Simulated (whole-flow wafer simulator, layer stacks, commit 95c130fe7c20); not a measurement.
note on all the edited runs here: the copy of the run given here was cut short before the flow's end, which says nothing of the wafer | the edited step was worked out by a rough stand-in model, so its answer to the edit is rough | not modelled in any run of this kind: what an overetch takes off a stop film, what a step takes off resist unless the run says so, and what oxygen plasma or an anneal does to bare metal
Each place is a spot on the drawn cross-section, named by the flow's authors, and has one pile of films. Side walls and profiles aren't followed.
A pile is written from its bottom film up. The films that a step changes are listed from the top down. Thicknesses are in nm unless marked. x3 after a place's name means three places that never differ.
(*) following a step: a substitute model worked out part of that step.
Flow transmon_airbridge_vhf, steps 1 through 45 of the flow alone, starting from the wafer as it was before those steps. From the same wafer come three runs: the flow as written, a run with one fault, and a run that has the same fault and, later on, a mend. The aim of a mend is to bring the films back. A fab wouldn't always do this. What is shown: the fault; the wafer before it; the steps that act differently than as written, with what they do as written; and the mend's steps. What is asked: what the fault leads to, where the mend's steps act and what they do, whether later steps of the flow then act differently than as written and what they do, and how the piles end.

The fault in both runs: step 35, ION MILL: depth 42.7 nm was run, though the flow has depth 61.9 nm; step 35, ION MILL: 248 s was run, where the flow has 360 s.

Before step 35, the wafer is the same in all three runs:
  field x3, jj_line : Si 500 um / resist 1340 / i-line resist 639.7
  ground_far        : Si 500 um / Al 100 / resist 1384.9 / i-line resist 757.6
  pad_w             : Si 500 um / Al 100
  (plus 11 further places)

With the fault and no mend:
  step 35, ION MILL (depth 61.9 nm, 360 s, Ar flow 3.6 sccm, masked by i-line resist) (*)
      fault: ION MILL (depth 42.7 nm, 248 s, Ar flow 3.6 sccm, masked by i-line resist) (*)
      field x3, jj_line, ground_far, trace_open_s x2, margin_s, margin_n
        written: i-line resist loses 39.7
        fault: i-line resist loses 27.4
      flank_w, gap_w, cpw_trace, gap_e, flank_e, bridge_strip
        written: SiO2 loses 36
        fault: SiO2 loses 24.8
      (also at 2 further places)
  Steps later in the flow that act otherwise than as written (3 more steps, not shown, differ only slightly: by at most 2% or 0.5 nm, whichever is larger):
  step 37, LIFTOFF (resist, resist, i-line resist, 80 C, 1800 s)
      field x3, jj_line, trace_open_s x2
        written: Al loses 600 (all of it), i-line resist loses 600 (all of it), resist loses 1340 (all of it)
        fault: Al loses 600 (all of it), i-line resist loses 612.3 (all of it), resist loses 1340 (all of it)
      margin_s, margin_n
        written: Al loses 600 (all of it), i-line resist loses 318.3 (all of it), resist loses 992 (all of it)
        fault: Al loses 600 (all of it), i-line resist loses 330.6 (all of it), resist loses 992 (all of it)
  The piles end different from the flow's at pad_w, pad_e by more than 2% or 0.5 nm, whichever is larger.
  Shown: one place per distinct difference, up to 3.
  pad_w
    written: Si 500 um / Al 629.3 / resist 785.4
    fault: Si 500 um / Al 648.6 / resist 782.3

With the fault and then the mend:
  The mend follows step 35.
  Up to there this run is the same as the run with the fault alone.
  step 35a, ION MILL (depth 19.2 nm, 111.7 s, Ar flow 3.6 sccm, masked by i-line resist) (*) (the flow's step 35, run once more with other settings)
      field x3, jj_line, ground_far, trace_open_s x2, margin_s, margin_n
        i-line resist loses 12.3
      flank_w, gap_w, cpw_trace, gap_e, flank_e, bridge_strip
        SiO2 loses 11.2
      pad_w, pad_e
        Al loses 19.2
  Later steps of the flow that are run all act as written at every place that is followed, up to a difference of at most 2% or 0.5 nm, whichever is larger.
  When the end is reached, the piles differ only a little from the flow's at the places that both follow, at most by 2% or 0.5 nm, whichever is larger.
